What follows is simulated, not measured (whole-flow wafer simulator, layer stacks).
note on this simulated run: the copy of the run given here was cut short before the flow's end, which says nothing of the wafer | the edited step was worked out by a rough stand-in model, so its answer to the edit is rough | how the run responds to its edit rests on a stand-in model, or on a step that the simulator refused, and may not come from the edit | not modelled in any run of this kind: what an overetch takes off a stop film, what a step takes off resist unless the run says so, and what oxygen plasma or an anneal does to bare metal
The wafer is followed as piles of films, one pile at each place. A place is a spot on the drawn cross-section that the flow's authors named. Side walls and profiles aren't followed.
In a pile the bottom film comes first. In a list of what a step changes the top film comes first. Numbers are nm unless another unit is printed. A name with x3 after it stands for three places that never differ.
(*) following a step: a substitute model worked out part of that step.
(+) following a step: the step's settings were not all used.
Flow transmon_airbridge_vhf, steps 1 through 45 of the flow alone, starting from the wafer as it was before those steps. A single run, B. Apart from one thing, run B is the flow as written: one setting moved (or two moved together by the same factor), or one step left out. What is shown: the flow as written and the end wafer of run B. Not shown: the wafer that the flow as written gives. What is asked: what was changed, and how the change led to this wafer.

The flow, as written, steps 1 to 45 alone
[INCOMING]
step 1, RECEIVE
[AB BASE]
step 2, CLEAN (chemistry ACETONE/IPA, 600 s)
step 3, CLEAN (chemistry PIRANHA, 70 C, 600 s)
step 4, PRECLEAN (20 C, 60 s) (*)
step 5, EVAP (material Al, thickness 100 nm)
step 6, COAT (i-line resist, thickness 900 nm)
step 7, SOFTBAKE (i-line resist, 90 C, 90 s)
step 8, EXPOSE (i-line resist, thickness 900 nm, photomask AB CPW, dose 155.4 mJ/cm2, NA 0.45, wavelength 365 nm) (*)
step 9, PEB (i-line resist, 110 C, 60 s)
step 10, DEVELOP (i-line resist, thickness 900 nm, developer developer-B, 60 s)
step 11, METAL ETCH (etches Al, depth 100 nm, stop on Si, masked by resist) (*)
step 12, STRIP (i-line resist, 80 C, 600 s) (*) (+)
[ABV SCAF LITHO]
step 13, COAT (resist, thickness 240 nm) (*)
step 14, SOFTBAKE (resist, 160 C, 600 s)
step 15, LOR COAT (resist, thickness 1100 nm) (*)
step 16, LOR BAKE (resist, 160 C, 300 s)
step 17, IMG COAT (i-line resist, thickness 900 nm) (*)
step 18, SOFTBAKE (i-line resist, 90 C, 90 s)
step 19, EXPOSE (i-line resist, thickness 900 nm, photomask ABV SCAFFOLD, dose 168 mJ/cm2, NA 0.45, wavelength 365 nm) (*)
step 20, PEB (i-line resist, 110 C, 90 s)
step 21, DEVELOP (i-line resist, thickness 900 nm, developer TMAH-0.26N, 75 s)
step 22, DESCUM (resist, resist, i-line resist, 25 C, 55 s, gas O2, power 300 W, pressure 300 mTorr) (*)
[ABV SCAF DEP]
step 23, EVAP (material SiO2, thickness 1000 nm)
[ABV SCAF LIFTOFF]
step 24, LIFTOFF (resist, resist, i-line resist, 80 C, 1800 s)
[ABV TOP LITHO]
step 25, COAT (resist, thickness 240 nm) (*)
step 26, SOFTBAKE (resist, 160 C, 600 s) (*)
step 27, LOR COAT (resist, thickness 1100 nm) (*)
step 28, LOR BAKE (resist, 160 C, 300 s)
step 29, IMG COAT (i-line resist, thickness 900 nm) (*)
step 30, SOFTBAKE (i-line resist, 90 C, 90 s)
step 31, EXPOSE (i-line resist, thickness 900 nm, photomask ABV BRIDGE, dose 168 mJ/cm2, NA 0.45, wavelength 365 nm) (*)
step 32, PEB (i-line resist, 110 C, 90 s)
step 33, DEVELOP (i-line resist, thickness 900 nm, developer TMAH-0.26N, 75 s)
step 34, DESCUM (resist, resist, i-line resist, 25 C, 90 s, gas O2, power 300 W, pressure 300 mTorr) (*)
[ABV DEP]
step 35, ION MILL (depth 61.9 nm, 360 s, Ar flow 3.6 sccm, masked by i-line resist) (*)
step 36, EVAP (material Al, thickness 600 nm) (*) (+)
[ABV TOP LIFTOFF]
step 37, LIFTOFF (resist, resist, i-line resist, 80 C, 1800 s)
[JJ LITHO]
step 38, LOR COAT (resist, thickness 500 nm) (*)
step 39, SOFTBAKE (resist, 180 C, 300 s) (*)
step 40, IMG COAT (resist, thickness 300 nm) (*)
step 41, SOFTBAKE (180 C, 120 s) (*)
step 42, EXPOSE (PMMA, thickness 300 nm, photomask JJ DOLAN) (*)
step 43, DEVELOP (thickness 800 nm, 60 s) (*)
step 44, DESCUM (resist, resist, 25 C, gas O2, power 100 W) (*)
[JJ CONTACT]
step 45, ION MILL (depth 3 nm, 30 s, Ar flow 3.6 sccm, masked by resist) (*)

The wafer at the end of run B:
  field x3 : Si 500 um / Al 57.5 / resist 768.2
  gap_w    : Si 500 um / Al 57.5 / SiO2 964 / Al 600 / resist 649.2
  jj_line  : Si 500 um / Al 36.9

What caused this: step 11, METAL ETCH: depth 42.5 nm was run, though the flow has depth 100 nm.

How this came from the change, step by step:
  step 11, METAL ETCH (etches Al, depth 100 nm, stop on Si, masked by resist) (*)
      field x3, jj_line, gap_w, gap_e: Al loses 42.5 (it would be, as written: Al loses 100 (all of it))
      ground_far, pad_w, flank_w and 8 more: i-line resist loses 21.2 (it would be, as written: i-line resist loses 50)
  step 12, STRIP (i-line resist, 80 C, 600 s) (*) (+)
      ground_far, pad_w, flank_w and 8 more: i-line resist loses 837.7 (all of it) (it would be, as written: i-line resist loses 808.9 (all of it))
  step 13, COAT (resist, thickness 240 nm) (*)
      flank_w, flank_e: resist gains 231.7 (new film) (it would be, as written: resist gains 222.3 (new film))
      gap_w, gap_e: resist gains 245.4 (new film) (it would be, as written: resist gains 251.7 (new film))
  step 22, DESCUM (resist, resist, i-line resist, 25 C, 55 s, gas O2, power 300 W, pressure 300 mTorr) (*)
      flank_w, flank_e: resist loses 231.7 (all of it) (it would be, as written: resist loses 222.3 (all of it))
      gap_w, gap_e: resist loses 245.4 (all of it) (it would be, as written: resist loses 251.7 (all of it))
  step 25, COAT (resist, thickness 240 nm) (*)
      flank_w, flank_e: resist gains 159.8 (new film) (it would be, as written: resist gains 152.6 (new film))
      gap_w, gap_e: resist gains 204.5 (new film) (it would be, as written: resist gains 210.7 (new film))
  step 29, IMG COAT (i-line resist, thickness 900 nm) (*)
      gap_w, gap_e: i-line resist gains 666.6 (new film) (it would be, as written: i-line resist gains 681.7 (new film))
  step 32, PEB (i-line resist, 110 C, 90 s)
      gap_w, gap_e: i-line resist loses 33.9 (it would be, as written: i-line resist loses 34.7)
  step 33, DEVELOP (i-line resist, thickness 900 nm, developer TMAH-0.26N, 75 s)
      gap_w, gap_e: i-line resist loses 632.7 (all of it), resist loses 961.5 (it would be, as written: i-line resist loses 646.9 (all of it), resist loses 977.8)
  step 34, DESCUM (resist, resist, i-line resist, 25 C, 90 s, gas O2, power 300 W, pressure 300 mTorr) (*)
      flank_w, flank_e: resist loses 159.8 (all of it) (it would be, as written: resist loses 152.6 (all of it))
      gap_w, gap_e: resist loses 204.5 (all of it) (it would be, as written: resist loses 210.7 (all of it))
  step 38, LOR COAT (resist, thickness 500 nm) (*)
      gap_w, gap_e: resist gains 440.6 (new film) (it would be, as written: resist gains 450.7 (new film))
  step 40, IMG COAT (resist, thickness 300 nm) (*)
      flank_w, flank_e: resist gains 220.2 (it would be, as written: resist gains 212.1)
      gap_w, gap_e: resist gains 240.3 (it would be, as written: resist gains 245.7)
  step 45, ION MILL (depth 3 nm, 30 s, Ar flow 3.6 sccm, masked by resist) (*)
      jj_line: Al loses 20.6 (it would be, as written: Si loses 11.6)
If metal films that touch count as one body, field x3 has 1 body; the flow as written gives 0 bodies.
If metal films that touch count as one body, gap_w has 2 bodies (between them, from the top down: SiO2 964); the flow as written gives 1 body.
If metal films that touch count as one body, jj_line has 1 body; the flow as written gives 0 bodies.
